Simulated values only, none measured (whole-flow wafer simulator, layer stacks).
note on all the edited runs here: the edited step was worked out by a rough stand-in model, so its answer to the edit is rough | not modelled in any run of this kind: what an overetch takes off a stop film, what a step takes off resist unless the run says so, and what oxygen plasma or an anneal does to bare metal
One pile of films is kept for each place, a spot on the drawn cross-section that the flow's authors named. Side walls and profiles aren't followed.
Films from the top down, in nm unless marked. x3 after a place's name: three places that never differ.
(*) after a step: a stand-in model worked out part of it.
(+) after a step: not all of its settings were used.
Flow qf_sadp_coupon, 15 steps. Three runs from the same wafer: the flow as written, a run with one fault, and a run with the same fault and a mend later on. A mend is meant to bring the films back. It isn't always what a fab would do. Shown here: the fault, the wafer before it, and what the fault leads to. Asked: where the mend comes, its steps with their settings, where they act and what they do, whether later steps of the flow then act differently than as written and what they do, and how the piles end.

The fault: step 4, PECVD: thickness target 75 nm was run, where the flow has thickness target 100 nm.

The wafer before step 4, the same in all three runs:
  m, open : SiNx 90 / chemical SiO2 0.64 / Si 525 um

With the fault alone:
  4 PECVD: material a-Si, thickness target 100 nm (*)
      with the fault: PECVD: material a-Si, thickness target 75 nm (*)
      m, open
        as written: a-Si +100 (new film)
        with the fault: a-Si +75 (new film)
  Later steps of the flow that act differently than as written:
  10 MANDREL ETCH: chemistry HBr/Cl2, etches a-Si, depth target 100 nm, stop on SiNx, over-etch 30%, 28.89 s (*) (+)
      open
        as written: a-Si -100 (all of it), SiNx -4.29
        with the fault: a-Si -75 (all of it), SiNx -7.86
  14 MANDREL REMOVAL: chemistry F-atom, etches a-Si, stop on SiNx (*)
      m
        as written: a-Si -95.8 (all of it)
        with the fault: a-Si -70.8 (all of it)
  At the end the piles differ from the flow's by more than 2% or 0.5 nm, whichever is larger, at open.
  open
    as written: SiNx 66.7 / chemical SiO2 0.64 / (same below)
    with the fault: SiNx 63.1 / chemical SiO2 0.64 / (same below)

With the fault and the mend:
  The mend comes after step 4.
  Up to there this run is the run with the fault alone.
  4a PECVD: material a-Si, thickness target 25 nm (*) (the flow's step 4 once more, with other settings)
      m, open
        a-Si +25
  No later step of the flow acts differently than as written at any place that is followed.
  At the end the piles are the same as the flow's at every place that both follow.
